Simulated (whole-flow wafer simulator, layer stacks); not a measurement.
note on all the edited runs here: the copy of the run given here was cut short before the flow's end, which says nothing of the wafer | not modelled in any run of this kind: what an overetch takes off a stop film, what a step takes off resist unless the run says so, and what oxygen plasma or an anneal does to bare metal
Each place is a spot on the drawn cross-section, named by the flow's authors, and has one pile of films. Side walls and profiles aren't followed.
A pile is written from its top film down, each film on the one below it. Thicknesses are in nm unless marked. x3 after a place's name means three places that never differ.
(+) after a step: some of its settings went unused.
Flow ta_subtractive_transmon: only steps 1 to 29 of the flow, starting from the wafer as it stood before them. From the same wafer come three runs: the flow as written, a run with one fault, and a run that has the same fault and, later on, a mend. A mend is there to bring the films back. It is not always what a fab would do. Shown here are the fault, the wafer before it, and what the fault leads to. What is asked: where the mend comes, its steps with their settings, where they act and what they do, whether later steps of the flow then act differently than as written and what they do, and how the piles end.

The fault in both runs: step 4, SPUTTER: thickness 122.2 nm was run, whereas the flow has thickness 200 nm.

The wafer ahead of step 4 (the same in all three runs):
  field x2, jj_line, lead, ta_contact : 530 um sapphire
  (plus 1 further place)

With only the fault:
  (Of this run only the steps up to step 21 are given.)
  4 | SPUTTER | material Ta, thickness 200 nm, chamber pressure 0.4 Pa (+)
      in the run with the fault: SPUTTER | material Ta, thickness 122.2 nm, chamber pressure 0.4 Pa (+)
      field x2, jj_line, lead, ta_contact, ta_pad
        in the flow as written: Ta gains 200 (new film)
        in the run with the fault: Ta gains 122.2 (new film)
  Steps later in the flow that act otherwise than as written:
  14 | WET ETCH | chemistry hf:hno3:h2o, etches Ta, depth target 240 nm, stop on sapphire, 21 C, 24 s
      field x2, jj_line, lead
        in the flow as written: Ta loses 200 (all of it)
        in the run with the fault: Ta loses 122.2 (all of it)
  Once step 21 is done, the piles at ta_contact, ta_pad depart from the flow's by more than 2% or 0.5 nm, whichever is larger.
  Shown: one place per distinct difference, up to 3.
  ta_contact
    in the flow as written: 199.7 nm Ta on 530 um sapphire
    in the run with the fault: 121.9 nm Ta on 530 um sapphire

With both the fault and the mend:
  The mend follows step 5.
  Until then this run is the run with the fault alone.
  5a | WET ETCH | chemistry hf:hno3:h2o, etches Ta, depth target 140.6 nm, stop on sapphire, 21 C, 14.06 s
      field x2, jj_line, lead, ta_contact, ta_pad
        Ta loses 122.2 (all of it)
  5b | SPUTTER | material Ta, thickness 200 nm, chamber pressure 0.4 Pa (+) (a further turn of the flow's step 4)
      field x2, jj_line, lead, ta_contact, ta_pad
        Ta gains 200 (new film)
  Every later step of the flow that is run acts as written at every place that is followed.
  By the end, the piles equal the flow's at every place that both follow.
